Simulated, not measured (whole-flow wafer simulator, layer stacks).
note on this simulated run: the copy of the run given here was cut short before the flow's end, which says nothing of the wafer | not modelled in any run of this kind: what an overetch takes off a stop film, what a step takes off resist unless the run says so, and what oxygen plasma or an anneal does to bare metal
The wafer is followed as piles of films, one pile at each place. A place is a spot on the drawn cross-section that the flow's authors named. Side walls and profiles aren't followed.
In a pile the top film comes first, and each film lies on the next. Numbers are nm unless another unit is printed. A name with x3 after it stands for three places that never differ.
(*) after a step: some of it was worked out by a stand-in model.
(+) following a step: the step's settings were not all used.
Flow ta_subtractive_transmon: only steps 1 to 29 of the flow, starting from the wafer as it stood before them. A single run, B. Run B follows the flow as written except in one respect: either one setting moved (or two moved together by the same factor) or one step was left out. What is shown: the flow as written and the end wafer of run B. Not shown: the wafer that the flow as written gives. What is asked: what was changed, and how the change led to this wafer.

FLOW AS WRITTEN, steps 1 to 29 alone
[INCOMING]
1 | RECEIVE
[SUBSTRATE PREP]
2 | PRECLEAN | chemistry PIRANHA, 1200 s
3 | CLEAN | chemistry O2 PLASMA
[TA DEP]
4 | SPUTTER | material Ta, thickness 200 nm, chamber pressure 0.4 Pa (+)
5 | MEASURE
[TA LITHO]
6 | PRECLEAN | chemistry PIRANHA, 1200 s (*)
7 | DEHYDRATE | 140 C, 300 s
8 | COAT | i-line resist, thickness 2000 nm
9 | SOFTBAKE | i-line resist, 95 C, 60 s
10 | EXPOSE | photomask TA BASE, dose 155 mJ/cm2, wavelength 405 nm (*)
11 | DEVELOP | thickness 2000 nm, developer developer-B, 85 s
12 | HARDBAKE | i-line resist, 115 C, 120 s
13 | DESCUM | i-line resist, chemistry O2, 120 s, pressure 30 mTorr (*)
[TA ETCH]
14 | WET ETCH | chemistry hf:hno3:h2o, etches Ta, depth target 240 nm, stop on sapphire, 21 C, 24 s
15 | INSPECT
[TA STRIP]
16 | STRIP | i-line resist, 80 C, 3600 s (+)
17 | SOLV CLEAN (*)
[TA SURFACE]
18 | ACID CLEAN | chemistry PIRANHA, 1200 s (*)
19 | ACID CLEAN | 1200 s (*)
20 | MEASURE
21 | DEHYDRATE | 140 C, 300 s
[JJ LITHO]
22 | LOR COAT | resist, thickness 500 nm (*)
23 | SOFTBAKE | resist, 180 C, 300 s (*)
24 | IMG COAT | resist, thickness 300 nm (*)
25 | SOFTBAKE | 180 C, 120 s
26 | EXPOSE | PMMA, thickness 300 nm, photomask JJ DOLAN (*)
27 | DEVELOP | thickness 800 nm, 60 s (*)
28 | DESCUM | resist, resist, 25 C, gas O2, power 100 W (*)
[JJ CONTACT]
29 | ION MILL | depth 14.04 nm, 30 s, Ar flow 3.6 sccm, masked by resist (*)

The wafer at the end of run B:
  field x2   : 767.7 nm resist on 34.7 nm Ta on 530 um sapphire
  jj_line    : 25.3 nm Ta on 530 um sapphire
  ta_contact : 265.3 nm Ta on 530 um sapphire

Cause: step 4, SPUTTER: thickness 275 nm was run, while the flow as written has thickness 200 nm.

How this came from the change, step by step:
  4 | SPUTTER | material Ta, thickness 200 nm, chamber pressure 0.4 Pa (+)
      field x2, jj_line, lead, ta_contact, ta_pad: +275 Ta (new film) (it would be, as written: +200 Ta (new film))
  14 | WET ETCH | chemistry hf:hno3:h2o, etches Ta, depth target 240 nm, stop on sapphire, 21 C, 24 s
      field x2, jj_line, lead: -240 Ta (it would be, as written: -200 Ta (all of it))
  22 | LOR COAT | resist, thickness 500 nm (*)
      ta_contact: +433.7 resist (new film) (it would be, as written: +443.8 resist (new film))
  29 | ION MILL | depth 14.04 nm, 30 s, Ar flow 3.6 sccm, masked by resist (*)
      jj_line, lead: -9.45 Ta (it would be, as written: -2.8 sapphire)
Taking metal films that touch as one body, field x2 has 1 body; the flow as written gives 0 bodies.
Taking metal films that touch as one body, jj_line has 1 body; the flow as written gives 0 bodies.
